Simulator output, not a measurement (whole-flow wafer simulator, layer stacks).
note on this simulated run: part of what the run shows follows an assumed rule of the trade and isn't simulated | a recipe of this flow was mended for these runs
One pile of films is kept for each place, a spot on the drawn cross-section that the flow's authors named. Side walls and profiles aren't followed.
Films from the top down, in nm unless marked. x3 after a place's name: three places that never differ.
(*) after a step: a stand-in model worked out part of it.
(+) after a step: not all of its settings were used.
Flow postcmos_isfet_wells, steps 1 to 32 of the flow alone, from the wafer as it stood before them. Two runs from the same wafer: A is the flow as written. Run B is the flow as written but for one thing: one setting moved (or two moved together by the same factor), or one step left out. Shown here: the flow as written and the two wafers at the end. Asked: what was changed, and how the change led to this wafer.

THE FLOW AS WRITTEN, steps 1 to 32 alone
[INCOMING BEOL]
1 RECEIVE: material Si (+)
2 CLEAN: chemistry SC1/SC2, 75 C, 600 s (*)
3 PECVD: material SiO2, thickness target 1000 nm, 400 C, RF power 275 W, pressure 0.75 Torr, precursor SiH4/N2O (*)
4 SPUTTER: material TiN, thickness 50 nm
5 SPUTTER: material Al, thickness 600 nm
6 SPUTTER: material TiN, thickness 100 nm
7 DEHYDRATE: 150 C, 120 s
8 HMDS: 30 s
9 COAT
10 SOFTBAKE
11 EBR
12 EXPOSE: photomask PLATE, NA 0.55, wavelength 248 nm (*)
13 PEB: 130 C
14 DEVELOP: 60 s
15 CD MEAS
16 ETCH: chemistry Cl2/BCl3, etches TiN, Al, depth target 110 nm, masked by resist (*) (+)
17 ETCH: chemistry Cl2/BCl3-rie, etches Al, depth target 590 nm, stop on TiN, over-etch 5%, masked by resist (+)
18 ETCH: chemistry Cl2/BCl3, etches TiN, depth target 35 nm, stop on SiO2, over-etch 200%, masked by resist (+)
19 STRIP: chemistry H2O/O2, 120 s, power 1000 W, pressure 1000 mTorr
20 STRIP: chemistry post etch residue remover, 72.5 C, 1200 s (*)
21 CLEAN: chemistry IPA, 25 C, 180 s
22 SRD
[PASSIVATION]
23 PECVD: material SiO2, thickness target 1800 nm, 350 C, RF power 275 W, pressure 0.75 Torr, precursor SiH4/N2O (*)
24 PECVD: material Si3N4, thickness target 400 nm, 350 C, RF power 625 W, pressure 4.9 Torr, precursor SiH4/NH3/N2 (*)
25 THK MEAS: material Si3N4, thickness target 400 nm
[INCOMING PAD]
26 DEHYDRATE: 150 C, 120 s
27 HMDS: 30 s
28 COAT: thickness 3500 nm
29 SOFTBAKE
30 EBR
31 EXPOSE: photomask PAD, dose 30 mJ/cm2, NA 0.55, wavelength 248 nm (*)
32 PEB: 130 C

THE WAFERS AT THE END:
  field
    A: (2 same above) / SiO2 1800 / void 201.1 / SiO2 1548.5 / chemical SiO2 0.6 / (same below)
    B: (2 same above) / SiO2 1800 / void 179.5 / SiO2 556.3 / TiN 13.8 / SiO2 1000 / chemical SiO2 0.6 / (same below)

The cause: step 16, ETCH: depth target 63 nm was run, where the flow has depth target 110 nm.

How the change led to this, step by step:
  16 ETCH: chemistry Cl2/BCl3, etches TiN, Al, depth target 110 nm, masked by resist (*) (+)
      field: A TiN -100 (all of it), Al -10 | B TiN -63
      margin x8: A thick-KrF-resist -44 | B thick-KrF-resist -25.2
  17 ETCH: chemistry Cl2/BCl3-rie, etches Al, depth target 590 nm, stop on TiN, over-etch 5%, masked by resist (+)
      field: A Al -590 (all of it), TiN -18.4 | B TiN -37 (all of it), Al -530.8
  18 ETCH: chemistry Cl2/BCl3, etches TiN, depth target 35 nm, stop on SiO2, over-etch 200%, masked by resist (+)
      field: A TiN -31.6 (all of it), SiO2 -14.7 | B Al -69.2 (all of it), TiN -35.8
      margin x8: A thick-KrF-resist -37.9 | B thick-KrF-resist -42
  19 STRIP: chemistry H2O/O2, 120 s, power 1000 W, pressure 1000 mTorr
      margin x8: A thick-KrF-resist -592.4 (all of it) | B thick-KrF-resist -607 (all of it)
  23 PECVD: material SiO2, thickness target 1800 nm, 350 C, RF power 275 W, pressure 0.75 Torr, precursor SiH4/N2O (*)
      field: A SiO2 +1800 (new film), void +201.1 (new film), SiO2 +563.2 | B SiO2 +1800 (new film), void +179.5 (new film), SiO2 +556.3 (new film)
Counting metal films that touch as one body, field has 1 body; the flow as written gives 0 bodies.
